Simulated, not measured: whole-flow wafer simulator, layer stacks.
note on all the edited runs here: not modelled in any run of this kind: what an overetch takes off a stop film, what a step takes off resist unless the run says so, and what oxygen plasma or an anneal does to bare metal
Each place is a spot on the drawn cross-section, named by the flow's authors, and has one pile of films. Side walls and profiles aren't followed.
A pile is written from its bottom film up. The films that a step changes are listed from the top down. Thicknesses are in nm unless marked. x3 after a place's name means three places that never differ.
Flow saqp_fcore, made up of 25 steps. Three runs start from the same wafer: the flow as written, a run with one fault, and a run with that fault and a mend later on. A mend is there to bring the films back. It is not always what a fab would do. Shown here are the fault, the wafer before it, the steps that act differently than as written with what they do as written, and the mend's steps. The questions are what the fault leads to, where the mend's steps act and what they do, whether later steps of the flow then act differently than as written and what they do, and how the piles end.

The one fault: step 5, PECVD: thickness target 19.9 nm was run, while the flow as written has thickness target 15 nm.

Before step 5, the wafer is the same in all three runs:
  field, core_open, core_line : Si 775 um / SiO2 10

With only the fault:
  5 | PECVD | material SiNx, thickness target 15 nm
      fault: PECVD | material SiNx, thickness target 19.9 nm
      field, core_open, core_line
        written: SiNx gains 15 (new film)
        fault: SiNx gains 19.9 (new film)
  Every later step of the flow that is run acts as written at every place that is followed.
  The piles end different from the flow's at field, core_open, core_line by more than 2% or 0.5 nm, whichever is larger.
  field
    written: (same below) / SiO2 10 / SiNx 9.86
    fault: (same below) / SiO2 10 / SiNx 14.8
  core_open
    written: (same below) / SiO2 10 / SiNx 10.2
    fault: (same below) / SiO2 10 / SiNx 15.1
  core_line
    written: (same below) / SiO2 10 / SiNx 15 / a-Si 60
    fault: (same below) / SiO2 10 / SiNx 19.9 / a-Si 60

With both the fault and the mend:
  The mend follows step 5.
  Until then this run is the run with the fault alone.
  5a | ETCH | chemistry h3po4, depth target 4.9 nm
      field, core_open, core_line
        SiNx loses 4.9
  Every later step of the flow that is run acts as written at every place that is followed.
  By the end, the piles equal the flow's at every place that both follow.
